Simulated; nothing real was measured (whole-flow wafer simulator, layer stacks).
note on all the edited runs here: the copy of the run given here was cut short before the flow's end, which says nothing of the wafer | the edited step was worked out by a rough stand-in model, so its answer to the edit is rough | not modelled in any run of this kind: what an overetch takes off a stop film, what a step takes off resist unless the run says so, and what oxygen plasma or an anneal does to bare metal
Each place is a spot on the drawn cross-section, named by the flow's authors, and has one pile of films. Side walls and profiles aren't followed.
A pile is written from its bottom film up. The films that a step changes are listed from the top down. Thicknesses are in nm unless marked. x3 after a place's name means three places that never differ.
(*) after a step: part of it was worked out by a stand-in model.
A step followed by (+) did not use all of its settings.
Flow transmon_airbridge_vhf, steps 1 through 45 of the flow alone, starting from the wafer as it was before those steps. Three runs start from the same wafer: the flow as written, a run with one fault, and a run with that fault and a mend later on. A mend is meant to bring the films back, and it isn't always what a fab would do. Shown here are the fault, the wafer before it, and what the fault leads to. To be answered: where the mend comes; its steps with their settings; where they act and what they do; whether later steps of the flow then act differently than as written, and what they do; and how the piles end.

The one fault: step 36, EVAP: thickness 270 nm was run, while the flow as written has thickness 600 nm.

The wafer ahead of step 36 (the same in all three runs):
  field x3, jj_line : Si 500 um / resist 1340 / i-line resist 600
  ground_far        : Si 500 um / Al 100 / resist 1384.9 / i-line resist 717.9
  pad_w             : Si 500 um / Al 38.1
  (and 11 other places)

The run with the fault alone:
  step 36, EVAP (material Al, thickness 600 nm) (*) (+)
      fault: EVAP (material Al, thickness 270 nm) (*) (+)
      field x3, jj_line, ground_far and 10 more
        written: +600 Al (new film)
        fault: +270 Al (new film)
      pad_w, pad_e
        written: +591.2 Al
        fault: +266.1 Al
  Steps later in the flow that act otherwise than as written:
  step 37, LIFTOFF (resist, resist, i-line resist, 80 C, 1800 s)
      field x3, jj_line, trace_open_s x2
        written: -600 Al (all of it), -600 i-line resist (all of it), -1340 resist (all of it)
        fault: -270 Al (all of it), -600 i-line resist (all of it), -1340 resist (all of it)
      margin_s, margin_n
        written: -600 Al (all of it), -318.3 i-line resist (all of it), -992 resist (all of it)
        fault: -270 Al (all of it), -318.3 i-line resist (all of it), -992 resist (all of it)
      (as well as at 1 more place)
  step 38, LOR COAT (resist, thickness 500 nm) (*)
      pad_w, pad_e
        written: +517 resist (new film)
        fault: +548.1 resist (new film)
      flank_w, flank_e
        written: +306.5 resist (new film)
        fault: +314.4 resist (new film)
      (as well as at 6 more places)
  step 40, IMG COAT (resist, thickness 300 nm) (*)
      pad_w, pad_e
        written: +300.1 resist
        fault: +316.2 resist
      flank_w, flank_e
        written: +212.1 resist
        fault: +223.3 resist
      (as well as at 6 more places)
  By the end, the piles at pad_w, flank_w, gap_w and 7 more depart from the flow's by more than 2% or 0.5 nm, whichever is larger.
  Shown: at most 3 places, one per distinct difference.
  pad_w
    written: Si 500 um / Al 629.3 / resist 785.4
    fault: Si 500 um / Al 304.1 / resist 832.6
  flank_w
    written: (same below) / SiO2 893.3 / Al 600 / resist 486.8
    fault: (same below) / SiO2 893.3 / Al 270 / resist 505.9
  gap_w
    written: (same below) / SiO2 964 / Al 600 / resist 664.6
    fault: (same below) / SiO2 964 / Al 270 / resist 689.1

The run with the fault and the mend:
  After step 36 comes the mend.
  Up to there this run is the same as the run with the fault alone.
  step 36a, EVAP (material Al, thickness 330 nm) (*) (+) (the flow's step 36 again, with other settings)
      field x3, jj_line, ground_far and 10 more
        +330 Al
      pad_w, pad_e
        +325.1 Al
  Later steps of the flow that are run all act as written at every place that is followed, up to a difference of at most 2% or 0.5 nm, whichever is larger.
  At the end the piles are close to the flow's at the places that both follow, differing by at most 2% or 0.5 nm, whichever is larger.
